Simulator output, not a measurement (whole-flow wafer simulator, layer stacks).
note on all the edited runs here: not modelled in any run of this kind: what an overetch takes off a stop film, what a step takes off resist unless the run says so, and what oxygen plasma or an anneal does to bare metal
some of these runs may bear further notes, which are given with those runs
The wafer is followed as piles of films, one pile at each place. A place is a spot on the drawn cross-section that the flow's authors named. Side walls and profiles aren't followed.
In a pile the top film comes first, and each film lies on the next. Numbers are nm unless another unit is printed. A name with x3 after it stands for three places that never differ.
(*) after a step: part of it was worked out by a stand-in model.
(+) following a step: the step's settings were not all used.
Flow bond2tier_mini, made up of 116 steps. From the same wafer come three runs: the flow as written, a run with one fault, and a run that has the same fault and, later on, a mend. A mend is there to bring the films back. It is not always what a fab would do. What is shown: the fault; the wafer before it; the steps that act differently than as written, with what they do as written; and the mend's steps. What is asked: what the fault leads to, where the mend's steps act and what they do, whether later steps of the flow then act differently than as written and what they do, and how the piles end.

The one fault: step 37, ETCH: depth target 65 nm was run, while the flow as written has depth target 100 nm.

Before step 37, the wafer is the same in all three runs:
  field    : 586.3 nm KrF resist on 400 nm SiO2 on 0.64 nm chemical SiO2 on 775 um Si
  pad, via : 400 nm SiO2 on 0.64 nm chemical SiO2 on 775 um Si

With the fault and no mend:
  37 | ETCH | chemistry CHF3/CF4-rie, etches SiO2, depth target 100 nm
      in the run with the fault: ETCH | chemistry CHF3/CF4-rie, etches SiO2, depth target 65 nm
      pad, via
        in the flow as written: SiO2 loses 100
        in the run with the fault: SiO2 loses 65
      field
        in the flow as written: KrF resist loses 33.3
        in the run with the fault: KrF resist loses 21.7
  Steps later in the flow that act otherwise than as written (not shown: 1 more step that differs only slightly, by at most 2% or 0.5 nm, whichever is larger):
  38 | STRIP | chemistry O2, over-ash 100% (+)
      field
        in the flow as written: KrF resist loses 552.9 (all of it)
        in the run with the fault: KrF resist loses 564.6 (all of it)
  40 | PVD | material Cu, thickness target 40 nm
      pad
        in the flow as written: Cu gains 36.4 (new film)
        in the run with the fault: Cu gains 37.6 (new film)
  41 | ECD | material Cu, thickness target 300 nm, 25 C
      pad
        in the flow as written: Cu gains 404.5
        in the run with the fault: Cu gains 367.9
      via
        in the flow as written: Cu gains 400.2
        in the run with the fault: Cu gains 365
  The piles end different from the flow's at pad by more than 2% or 0.5 nm, whichever is larger.
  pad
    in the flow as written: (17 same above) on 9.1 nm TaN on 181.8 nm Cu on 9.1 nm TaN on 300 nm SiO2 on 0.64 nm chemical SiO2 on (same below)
    in the run with the fault: (17 same above) on 9.1 nm TaN on 146.5 nm Cu on 9.41 nm TaN on 335 nm SiO2 on 0.64 nm chemical SiO2 on (same below)

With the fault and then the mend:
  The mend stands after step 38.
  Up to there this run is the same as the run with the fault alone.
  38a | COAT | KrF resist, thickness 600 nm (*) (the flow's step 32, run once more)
      field
        KrF resist gains 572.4 (new film)
      pad
        KrF resist gains 628.7 (new film)
      via
        KrF resist gains 625.2 (new film)
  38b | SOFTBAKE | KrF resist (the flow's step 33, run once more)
      does not change any film at any place that is followed
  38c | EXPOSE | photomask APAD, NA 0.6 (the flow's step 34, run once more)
      does not change any film at any place that is followed
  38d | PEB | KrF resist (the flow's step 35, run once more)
      does not change any film at any place that is followed
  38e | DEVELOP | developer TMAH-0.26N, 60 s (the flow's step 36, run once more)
      field
        KrF resist loses 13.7
      pad
        KrF resist loses 628.7 (all of it)
      via
        KrF resist loses 625.2 (all of it)
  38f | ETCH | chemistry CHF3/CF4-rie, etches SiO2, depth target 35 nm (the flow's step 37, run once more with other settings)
      pad, via
        SiO2 loses 35
      field
        KrF resist loses 11.7
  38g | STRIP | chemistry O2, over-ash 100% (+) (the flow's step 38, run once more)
      field
        KrF resist loses 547 (all of it)
  Later steps of the flow that are run all act as written at every place that is followed.
  By the end, the piles equal the flow's at every place that both follow.
